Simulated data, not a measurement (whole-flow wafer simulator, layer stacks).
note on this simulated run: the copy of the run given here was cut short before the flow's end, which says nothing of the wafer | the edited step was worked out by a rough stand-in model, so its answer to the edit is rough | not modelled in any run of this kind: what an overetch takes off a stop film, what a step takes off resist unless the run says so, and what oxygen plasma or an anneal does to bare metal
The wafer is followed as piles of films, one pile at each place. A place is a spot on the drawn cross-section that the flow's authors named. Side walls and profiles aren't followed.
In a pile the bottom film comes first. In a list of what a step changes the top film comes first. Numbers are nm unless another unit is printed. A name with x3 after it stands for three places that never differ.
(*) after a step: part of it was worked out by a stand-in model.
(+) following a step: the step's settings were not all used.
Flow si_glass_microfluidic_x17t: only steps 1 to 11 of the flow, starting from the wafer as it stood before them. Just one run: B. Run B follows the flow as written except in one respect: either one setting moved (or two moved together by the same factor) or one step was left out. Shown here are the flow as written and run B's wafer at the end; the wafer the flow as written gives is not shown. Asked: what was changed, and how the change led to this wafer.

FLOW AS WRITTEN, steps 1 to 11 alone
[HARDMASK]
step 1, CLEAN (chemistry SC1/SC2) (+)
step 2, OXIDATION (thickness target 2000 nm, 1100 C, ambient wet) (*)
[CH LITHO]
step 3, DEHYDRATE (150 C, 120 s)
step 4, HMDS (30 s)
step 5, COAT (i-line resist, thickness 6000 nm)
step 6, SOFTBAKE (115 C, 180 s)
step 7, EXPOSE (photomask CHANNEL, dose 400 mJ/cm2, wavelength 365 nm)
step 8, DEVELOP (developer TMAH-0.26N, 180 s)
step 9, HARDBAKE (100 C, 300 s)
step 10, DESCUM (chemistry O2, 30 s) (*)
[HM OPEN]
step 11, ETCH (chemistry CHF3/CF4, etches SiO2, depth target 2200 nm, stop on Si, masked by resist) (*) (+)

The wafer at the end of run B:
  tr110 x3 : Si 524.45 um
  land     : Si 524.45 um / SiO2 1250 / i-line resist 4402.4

The reason: step 2, OXIDATION: thickness target 1250 nm was run, though the flow has thickness target 2000 nm.
The wafer lets one read it off: land has SiO2 1250, and step 2 as written asks for 2000 nm.

Step by step, how the change led to this:
  step 2, OXIDATION (thickness target 2000 nm, 1100 C, ambient wet) (*)
      land, tr110 x3: +1250 SiO2 (new film), -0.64 chemical SiO2 (all of it), -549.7 Si (it would be, as written: +2000 SiO2 (new film), -0.64 chemical SiO2 (all of it), -879.7 Si)
  step 11, ETCH (chemistry CHF3/CF4, etches SiO2, depth target 2200 nm, stop on Si, masked by resist) (*) (+)
      tr110 x3: -1250 SiO2 (all of it) (it would be, as written: -2000 SiO2 (all of it))
      land: -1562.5 i-line resist (it would be, as written: -1833.3 i-line resist)
